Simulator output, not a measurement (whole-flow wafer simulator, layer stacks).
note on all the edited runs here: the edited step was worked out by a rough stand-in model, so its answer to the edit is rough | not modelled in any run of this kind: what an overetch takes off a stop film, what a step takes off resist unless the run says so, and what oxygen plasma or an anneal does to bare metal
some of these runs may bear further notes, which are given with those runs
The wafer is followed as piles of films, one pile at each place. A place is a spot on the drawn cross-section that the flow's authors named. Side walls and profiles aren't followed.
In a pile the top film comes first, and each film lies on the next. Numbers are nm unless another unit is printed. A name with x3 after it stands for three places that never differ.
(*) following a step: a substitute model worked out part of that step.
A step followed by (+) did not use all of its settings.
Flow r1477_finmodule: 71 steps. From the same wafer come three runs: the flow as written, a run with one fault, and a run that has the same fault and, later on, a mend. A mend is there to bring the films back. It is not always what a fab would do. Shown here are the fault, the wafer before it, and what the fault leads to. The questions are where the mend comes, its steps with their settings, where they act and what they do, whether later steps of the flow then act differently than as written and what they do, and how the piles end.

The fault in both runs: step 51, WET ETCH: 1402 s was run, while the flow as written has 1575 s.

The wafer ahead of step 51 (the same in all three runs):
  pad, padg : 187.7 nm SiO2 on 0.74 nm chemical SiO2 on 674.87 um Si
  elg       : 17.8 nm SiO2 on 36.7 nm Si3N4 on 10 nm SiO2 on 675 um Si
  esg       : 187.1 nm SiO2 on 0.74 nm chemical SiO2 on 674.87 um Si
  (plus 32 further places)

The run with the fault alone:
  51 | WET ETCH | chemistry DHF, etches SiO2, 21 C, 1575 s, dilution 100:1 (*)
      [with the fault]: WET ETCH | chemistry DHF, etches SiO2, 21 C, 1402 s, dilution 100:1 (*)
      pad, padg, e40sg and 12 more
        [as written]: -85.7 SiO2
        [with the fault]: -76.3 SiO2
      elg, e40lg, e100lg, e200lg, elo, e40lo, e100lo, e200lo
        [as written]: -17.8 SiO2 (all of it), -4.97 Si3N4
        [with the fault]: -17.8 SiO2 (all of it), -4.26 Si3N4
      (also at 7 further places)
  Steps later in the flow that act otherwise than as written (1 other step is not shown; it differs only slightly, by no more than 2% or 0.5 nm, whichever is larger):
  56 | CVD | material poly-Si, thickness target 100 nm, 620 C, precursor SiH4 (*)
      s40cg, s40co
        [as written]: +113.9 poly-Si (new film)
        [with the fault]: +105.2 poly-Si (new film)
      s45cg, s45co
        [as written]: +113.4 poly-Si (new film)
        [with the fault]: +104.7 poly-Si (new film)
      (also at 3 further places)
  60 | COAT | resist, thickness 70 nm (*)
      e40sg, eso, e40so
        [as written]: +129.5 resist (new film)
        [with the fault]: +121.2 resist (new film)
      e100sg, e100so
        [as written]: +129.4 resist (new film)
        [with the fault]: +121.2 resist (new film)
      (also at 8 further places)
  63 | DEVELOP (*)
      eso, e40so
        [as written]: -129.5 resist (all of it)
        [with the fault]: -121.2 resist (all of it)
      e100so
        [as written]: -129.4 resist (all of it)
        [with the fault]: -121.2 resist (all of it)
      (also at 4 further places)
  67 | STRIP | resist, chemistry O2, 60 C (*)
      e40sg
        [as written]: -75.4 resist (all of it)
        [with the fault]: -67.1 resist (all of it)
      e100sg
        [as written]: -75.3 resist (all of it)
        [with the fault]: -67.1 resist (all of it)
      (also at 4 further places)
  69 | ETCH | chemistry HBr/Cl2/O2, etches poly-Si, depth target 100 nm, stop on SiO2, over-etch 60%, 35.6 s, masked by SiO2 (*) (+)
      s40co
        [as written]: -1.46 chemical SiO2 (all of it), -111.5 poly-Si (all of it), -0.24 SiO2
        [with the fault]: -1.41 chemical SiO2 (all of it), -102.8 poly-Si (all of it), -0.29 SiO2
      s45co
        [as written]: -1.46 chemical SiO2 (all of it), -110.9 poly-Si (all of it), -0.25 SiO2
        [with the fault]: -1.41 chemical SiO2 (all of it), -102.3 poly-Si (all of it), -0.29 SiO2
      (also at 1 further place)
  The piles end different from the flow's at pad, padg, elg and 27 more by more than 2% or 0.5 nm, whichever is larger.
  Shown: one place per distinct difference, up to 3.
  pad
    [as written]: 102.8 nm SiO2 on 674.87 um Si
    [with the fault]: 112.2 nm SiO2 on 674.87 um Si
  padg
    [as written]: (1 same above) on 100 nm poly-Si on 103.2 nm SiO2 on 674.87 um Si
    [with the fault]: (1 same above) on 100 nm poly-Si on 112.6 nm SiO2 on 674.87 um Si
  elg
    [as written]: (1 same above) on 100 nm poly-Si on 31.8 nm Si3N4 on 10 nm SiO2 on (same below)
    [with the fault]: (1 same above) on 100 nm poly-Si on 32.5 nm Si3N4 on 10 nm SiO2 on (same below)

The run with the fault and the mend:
  After step 51 comes the mend.
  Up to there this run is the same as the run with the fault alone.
  51a | WET ETCH | chemistry DHF, etches SiO2, 21 C, 173 s, dilution 100:1 (*) (the flow's step 51 again, with other settings)
      pad, padg, e40sg and 12 more
        -9.41 SiO2
      elg, e40lg, e100lg, e200lg, elo, e40lo, e100lo, e200lo
        -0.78 Si3N4
      esg, s40cg, s45cg, s50cg, s40co, s45co, s50co
        -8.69 SiO2
  Later steps of the flow that are run all act as written at every place that is followed, up to a difference of at most 2% or 0.5 nm, whichever is larger.
  The piles end only slightly different from the flow's at the places that both follow, by no more than 2% or 0.5 nm, whichever is larger.
